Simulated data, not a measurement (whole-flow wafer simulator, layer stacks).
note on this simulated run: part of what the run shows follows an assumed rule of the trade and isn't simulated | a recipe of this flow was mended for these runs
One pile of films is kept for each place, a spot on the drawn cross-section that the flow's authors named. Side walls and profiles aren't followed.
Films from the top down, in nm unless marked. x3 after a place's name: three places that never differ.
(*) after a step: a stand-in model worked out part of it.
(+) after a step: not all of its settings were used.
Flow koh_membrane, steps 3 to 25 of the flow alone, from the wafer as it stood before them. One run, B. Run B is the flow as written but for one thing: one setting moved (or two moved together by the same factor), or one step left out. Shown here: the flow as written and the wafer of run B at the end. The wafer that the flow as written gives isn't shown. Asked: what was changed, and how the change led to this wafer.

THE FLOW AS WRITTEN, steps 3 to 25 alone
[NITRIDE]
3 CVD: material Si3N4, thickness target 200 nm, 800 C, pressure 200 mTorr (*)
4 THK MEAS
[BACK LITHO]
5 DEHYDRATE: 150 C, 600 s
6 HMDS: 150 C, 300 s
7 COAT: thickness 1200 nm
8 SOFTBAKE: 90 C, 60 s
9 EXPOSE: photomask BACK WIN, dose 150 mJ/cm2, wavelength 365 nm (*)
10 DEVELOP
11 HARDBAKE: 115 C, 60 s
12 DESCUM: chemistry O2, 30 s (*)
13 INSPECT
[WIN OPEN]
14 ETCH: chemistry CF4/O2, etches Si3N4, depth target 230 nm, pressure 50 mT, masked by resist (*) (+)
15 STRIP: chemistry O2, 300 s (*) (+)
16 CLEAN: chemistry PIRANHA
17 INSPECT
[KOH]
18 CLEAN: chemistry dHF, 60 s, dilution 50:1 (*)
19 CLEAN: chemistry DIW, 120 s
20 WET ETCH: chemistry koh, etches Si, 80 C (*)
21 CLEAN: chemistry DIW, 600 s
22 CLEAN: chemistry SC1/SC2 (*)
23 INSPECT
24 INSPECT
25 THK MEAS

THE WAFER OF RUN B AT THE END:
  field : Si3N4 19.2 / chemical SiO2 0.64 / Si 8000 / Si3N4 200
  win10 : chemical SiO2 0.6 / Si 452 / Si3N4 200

The cause: step 3, CVD: 680 C was run, where the flow has 800 C.

How the change led to this, step by step:
  3 CVD: material Si3N4, thickness target 200 nm, 800 C, pressure 200 mTorr (*)
      field, win20 x4, win10: Si3N4 +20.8 (new film) (as written it would be: Si3N4 +200 (new film))
  14 ETCH: chemistry CF4/O2, etches Si3N4, depth target 230 nm, pressure 50 mT, masked by resist (*) (+)
      win20 x4, win10: Si3N4 -20.8 (all of it), chemical SiO2 -0.64 (all of it), Si -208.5 (as written it would be: Si3N4 -200 (all of it), chemical SiO2 -0.64 (all of it), Si -29.4)
  20 WET ETCH: chemistry koh, etches Si, 80 C (*)
      win20 x4: Si -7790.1 (all of it) (as written it would be: Si -7969.3 (all of it))
